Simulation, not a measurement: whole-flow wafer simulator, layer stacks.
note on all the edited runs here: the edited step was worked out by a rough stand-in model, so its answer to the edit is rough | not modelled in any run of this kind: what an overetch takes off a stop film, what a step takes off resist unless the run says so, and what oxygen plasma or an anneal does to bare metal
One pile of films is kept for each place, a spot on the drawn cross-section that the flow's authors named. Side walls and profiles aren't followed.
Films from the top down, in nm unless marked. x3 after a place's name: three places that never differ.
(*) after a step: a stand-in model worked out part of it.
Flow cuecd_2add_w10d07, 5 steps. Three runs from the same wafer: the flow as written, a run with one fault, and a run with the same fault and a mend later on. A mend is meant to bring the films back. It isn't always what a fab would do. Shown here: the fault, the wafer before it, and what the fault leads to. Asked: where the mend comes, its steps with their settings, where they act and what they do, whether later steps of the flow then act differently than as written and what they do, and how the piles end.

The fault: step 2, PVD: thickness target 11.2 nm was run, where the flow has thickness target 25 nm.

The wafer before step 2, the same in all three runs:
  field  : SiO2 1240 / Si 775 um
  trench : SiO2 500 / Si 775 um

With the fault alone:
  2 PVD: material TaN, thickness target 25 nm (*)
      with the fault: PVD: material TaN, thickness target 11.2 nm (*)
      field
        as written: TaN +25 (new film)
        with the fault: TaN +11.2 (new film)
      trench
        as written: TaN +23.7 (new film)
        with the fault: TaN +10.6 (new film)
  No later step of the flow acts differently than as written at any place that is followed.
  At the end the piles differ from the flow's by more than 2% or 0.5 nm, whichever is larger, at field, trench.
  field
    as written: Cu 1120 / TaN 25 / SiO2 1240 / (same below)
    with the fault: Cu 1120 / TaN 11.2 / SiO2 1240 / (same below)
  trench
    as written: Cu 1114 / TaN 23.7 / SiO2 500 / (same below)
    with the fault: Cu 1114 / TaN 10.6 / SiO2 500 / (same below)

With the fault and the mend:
  The mend comes after step 2.
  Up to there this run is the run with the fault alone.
  2a PVD: material TaN, thickness target 13.8 nm (*) (the flow's step 2 once more, with other settings)
      field
        TaN +13.8
      trench
        TaN +13.1
  No later step of the flow acts differently than as written at any place that is followed.
  At the end the piles are the same as the flow's at every place that both follow.
